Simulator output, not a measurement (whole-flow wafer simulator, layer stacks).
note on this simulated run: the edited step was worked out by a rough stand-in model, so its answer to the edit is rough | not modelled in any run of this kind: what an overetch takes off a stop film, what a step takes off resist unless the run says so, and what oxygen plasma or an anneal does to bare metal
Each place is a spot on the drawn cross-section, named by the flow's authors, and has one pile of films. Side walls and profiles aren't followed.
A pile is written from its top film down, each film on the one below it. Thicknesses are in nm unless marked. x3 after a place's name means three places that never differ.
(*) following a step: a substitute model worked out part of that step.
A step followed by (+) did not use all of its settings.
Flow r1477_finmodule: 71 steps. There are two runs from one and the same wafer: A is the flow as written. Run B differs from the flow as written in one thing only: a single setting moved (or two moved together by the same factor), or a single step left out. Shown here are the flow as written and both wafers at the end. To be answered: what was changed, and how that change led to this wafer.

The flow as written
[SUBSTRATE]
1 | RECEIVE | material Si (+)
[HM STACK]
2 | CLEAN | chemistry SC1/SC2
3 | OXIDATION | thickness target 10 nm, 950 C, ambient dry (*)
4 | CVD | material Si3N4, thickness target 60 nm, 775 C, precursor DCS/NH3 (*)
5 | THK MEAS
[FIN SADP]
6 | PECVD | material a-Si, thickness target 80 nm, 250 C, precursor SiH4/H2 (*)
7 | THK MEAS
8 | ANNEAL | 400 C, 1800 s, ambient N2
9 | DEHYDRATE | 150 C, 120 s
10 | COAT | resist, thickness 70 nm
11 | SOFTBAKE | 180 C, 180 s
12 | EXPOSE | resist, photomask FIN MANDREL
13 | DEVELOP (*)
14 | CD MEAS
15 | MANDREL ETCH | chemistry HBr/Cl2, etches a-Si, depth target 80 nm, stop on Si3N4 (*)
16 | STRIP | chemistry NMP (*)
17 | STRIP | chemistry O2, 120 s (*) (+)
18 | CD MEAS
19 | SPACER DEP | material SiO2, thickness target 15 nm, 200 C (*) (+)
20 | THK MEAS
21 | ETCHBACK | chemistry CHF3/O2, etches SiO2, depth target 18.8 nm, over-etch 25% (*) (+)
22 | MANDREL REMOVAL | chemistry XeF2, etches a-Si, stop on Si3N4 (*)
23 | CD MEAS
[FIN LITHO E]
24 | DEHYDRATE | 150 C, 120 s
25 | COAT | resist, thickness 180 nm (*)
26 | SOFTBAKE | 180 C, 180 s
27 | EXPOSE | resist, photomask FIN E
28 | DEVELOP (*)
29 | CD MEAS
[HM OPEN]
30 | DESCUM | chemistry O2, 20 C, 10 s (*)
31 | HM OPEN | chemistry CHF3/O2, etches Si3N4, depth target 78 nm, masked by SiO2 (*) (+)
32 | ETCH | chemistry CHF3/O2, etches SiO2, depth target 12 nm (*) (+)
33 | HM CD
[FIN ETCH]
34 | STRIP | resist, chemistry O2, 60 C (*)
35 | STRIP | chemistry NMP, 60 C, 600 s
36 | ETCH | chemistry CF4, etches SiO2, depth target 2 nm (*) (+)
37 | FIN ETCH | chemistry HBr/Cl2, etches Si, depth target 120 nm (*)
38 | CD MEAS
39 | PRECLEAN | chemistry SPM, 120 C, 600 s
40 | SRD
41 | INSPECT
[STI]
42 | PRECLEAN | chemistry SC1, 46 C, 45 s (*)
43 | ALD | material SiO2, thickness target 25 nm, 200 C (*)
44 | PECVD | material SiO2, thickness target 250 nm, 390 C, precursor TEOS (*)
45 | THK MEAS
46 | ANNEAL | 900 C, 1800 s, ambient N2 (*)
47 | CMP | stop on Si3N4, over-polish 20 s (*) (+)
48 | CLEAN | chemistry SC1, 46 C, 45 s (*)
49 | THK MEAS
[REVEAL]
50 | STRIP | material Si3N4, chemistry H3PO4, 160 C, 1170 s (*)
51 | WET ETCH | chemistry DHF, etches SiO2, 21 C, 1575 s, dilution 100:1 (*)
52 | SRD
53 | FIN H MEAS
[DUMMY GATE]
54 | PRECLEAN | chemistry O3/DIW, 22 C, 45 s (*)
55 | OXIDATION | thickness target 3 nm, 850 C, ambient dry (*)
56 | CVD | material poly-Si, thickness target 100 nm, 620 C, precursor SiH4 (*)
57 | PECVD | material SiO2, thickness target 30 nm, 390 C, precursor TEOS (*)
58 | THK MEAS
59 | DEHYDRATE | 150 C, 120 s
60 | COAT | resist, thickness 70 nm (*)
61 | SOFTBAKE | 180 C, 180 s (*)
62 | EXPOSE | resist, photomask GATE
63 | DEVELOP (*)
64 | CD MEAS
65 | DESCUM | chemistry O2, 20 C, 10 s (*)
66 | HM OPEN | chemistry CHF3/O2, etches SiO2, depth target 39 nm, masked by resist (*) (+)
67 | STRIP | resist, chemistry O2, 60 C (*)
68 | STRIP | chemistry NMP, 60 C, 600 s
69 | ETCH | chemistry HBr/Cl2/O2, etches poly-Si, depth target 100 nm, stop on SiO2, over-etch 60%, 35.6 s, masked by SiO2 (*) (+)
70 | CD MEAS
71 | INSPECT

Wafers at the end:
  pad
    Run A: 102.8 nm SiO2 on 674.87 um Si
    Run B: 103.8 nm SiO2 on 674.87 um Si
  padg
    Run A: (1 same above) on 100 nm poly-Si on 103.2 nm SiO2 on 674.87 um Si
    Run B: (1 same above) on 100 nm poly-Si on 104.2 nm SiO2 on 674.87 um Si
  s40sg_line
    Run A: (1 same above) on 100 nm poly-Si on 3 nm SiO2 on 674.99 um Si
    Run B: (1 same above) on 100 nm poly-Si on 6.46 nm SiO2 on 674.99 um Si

Cause: step 55, OXIDATION: 914 C was run, while the flow as written has 850 C.

How this came from the change, step by step:
  55 | OXIDATION | thickness target 3 nm, 850 C, ambient dry (*)
      pad, padg, e40sg and 12 more: A +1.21 SiO2, -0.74 chemical SiO2 (all of it), -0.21 Si | B +2.15 SiO2, -0.74 chemical SiO2 (all of it), -0.62 Si
      esg, s40cg, s45cg, s50cg, s40co, s45co, s50co: A +1.2 SiO2, -0.74 chemical SiO2 (all of it), -0.2 Si | B +2.11 SiO2, -0.74 chemical SiO2 (all of it), -0.6 Si
      (also at 6 further places)
  67 | STRIP | resist, chemistry O2, 60 C (*)
      s40sg: A -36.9 resist (all of it) | B -38.3 resist (all of it)
      s45sg: A -36.9 resist (all of it) | B -38.2 resist (all of it)
      (also at 1 further place)
